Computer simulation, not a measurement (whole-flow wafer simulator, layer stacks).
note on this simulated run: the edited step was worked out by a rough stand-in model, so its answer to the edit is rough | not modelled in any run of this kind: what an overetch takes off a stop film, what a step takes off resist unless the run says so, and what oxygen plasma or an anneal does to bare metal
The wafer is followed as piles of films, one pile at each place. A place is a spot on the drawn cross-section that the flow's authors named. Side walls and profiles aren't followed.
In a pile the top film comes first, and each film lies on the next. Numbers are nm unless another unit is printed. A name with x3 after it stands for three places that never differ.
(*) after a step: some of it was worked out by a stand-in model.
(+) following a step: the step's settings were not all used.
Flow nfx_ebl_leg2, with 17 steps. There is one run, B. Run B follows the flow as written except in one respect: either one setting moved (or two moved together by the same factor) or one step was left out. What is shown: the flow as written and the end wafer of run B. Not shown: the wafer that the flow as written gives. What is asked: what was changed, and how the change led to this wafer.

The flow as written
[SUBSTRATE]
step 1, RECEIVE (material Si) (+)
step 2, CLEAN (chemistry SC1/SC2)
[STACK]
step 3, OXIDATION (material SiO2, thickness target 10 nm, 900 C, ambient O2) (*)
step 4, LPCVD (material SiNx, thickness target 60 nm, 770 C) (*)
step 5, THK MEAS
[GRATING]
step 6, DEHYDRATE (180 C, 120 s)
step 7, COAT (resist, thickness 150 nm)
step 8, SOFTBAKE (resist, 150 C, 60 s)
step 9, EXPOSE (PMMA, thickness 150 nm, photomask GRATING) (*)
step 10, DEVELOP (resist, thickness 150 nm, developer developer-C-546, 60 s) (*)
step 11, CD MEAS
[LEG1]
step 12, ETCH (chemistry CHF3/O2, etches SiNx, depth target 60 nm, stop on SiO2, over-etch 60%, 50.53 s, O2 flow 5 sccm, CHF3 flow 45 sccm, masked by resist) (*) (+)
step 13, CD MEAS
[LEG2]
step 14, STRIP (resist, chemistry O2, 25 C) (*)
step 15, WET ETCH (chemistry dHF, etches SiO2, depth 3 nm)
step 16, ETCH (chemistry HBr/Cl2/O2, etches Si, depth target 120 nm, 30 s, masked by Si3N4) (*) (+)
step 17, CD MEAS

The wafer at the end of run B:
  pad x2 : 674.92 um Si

Cause: step 16, ETCH: depth target 78 nm was run, while the flow as written has depth target 120 nm.

The path from the change to this, step by step:
  step 16, ETCH (chemistry HBr/Cl2/O2, etches Si, depth target 120 nm, 30 s, masked by Si3N4) (*) (+)
      pad x2: Si loses 78 (as written it would have been: Si loses 120)
